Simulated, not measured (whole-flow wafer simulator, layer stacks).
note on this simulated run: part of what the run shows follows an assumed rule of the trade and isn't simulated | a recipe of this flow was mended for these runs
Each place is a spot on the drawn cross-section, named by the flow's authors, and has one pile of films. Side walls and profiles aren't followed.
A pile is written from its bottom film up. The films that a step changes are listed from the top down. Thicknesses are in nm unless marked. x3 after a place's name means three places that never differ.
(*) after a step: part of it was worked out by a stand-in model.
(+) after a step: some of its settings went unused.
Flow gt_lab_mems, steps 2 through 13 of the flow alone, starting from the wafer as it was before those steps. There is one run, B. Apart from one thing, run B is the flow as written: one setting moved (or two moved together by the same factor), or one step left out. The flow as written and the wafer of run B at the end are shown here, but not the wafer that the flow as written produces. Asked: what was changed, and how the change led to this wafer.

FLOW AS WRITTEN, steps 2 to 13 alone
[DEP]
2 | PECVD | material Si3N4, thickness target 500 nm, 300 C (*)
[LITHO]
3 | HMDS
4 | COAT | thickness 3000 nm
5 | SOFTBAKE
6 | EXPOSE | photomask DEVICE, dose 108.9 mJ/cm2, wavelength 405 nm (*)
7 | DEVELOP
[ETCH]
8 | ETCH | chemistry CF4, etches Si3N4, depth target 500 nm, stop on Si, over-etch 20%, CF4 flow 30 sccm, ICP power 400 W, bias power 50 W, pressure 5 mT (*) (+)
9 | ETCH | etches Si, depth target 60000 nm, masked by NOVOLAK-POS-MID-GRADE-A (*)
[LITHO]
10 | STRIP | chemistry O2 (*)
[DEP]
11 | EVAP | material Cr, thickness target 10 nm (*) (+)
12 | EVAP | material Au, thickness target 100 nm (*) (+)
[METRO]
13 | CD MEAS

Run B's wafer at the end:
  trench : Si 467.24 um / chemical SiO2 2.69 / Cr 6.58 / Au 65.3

Cause: step 8, ETCH: depth target 380 nm was run, whereas the flow has depth target 500 nm.

How this came from the change, step by step:
  8 | ETCH | chemistry CF4, etches Si3N4, depth target 500 nm, stop on Si, over-etch 20%, CF4 flow 30 sccm, ICP power 400 W, bias power 50 W, pressure 5 mT (*) (+)
      trench: Si3N4 loses 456 (in the flow as written it would be: Si3N4 loses 500 (all of it), chemical SiO2 loses 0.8 (all of it), Si loses 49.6)
      field: g/i-line-resist loses 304 (in the flow as written it would be: g/i-line-resist loses 400)
  9 | ETCH | etches Si, depth target 60000 nm, masked by NOVOLAK-POS-MID-GRADE-A (*)
      trench: Si3N4 loses 44 (all of it), chemical SiO2 loses 0.8 (all of it), Si loses 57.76 um (in the flow as written it would be: Si loses 59.96 um)
  10 | STRIP | chemistry O2 (*)
      field: g/i-line-resist loses 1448 (all of it) (in the flow as written it would be: g/i-line-resist loses 1352 (all of it))
